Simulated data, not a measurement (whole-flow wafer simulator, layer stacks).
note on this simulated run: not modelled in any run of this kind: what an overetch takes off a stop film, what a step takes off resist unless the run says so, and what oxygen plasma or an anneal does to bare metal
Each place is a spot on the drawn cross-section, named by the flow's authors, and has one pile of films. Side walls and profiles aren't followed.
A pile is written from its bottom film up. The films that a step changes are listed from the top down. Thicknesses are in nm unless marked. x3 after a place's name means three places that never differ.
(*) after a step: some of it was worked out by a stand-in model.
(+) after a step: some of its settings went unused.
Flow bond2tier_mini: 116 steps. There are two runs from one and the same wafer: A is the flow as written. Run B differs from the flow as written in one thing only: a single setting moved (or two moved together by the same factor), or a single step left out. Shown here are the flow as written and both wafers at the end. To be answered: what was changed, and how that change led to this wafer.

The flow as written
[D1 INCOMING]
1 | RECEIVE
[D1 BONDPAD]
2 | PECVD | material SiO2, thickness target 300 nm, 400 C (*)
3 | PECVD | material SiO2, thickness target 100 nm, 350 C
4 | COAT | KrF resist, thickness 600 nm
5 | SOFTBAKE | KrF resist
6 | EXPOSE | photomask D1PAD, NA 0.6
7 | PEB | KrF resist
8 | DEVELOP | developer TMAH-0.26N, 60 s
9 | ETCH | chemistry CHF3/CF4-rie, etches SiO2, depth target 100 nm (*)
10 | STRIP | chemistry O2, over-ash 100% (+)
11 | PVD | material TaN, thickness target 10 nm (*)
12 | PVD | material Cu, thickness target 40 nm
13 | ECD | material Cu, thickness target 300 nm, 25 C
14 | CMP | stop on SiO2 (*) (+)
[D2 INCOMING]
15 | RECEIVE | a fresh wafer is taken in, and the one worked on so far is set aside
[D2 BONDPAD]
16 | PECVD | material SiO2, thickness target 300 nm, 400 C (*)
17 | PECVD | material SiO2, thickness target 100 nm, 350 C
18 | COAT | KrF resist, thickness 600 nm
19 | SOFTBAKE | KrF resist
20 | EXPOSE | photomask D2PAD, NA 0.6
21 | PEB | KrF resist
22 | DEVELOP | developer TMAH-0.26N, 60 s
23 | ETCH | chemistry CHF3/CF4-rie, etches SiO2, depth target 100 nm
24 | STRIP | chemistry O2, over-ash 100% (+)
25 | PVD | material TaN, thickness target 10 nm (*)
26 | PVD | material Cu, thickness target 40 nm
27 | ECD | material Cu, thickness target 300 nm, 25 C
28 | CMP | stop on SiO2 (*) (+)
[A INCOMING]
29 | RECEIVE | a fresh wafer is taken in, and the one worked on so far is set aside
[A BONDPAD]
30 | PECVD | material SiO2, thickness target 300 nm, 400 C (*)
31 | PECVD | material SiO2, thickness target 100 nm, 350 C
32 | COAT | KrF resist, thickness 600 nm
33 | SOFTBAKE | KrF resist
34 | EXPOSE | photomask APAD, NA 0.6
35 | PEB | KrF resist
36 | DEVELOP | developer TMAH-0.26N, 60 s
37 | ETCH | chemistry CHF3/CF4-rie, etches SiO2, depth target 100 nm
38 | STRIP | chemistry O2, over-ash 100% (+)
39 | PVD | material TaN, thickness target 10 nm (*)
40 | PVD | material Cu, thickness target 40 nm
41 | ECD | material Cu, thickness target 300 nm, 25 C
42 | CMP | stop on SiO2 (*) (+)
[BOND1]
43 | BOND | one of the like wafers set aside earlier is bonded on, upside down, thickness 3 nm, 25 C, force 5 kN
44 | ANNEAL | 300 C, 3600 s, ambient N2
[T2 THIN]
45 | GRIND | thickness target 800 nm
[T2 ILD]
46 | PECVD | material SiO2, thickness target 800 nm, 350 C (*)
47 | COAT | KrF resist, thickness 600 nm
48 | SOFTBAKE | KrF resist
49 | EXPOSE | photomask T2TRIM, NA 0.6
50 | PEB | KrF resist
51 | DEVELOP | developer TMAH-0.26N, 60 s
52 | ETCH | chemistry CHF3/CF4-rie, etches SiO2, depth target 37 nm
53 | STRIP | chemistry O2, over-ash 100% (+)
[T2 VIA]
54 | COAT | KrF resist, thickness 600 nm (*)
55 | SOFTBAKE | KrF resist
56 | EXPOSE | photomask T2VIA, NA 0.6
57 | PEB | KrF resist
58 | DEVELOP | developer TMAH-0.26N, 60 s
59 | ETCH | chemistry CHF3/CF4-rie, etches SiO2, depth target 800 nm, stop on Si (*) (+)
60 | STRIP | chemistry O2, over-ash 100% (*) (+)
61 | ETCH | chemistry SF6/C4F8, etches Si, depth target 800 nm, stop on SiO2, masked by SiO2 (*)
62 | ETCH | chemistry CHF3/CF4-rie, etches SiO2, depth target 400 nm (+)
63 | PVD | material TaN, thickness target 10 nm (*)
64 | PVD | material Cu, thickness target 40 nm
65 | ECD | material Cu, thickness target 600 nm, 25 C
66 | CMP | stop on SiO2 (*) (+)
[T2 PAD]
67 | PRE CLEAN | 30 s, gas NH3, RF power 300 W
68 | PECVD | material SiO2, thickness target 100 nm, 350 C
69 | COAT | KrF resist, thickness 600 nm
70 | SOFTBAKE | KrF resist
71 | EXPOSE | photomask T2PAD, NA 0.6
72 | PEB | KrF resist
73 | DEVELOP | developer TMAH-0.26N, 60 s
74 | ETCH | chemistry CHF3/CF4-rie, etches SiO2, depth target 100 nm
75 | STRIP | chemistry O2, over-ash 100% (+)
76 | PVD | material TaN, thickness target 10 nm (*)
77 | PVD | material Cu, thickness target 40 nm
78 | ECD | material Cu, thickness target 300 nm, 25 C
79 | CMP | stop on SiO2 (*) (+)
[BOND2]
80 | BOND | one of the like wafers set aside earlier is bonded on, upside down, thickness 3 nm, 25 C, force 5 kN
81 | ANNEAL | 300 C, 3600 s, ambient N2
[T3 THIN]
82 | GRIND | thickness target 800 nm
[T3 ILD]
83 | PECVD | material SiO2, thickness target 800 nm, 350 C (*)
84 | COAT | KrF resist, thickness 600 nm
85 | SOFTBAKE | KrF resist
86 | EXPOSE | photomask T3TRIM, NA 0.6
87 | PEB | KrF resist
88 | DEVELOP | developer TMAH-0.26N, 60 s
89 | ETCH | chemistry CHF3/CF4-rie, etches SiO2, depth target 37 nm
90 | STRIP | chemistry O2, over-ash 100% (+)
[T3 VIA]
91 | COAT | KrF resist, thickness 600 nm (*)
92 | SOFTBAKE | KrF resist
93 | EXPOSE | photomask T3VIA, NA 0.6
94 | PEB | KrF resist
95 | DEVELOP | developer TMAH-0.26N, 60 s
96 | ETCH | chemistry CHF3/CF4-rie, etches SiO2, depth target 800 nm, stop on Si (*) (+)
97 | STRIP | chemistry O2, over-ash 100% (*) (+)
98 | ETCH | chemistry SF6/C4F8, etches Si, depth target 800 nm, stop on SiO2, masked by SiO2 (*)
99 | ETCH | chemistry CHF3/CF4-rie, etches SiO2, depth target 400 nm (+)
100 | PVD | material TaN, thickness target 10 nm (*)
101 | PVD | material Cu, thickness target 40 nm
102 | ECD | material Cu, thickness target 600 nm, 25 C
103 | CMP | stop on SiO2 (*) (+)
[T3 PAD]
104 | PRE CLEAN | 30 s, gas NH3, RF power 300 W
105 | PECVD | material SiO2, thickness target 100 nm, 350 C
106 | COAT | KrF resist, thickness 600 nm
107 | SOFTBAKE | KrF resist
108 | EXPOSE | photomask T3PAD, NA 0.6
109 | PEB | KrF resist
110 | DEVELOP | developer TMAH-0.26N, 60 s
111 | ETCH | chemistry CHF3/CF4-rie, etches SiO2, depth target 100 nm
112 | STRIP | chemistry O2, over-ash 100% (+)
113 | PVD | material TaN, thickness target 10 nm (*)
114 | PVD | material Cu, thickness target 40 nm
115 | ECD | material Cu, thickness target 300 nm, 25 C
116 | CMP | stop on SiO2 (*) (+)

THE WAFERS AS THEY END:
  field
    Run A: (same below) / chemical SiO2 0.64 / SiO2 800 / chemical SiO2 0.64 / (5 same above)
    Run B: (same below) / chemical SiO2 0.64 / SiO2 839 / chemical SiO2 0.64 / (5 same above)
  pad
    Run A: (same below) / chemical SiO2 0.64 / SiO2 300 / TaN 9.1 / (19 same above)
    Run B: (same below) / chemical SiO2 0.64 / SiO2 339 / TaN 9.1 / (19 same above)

What caused this: step 31, PECVD: thickness target 139 nm was run, though the flow has thickness target 100 nm.

How this came from the change, step by step:
  31 | PECVD | material SiO2, thickness target 100 nm, 350 C
      field, pad, via: A +100 SiO2 | B +139 SiO2
